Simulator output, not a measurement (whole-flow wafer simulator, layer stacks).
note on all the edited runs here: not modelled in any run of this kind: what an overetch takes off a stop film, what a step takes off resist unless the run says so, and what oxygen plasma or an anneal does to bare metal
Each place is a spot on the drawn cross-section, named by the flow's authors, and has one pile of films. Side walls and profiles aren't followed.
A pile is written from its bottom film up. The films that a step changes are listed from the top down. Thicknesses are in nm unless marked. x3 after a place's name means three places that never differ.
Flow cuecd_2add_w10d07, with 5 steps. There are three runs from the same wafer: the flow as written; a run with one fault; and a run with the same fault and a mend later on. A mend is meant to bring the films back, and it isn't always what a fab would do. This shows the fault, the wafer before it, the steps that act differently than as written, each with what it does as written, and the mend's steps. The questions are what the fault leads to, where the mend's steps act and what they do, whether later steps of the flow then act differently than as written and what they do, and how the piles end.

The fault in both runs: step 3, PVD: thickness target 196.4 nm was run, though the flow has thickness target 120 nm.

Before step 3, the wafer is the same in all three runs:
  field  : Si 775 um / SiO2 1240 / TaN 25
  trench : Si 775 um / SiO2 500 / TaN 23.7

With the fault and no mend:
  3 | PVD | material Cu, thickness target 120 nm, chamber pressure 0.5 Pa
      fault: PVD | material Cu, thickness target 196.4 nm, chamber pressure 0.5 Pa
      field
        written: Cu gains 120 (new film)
        fault: Cu gains 196.4 (new film)
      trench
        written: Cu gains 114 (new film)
        fault: Cu gains 186.9 (new film)
  Later steps of the flow that are run all act as written at every place that is followed.
  The piles end different from the flow's at field, trench by more than 2% or 0.5 nm, whichever is larger.
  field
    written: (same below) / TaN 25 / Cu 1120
    fault: (same below) / TaN 25 / Cu 1196.4
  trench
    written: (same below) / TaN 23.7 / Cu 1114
    fault: (same below) / TaN 23.7 / Cu 1186.9

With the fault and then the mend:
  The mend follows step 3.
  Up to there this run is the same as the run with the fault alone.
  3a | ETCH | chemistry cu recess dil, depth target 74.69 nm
      field, trench
        Cu loses 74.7
  Later steps of the flow that are run all act as written at every place that is followed.
  The piles end only slightly different from the flow's at the places that both follow, by no more than 2% or 0.5 nm, whichever is larger.
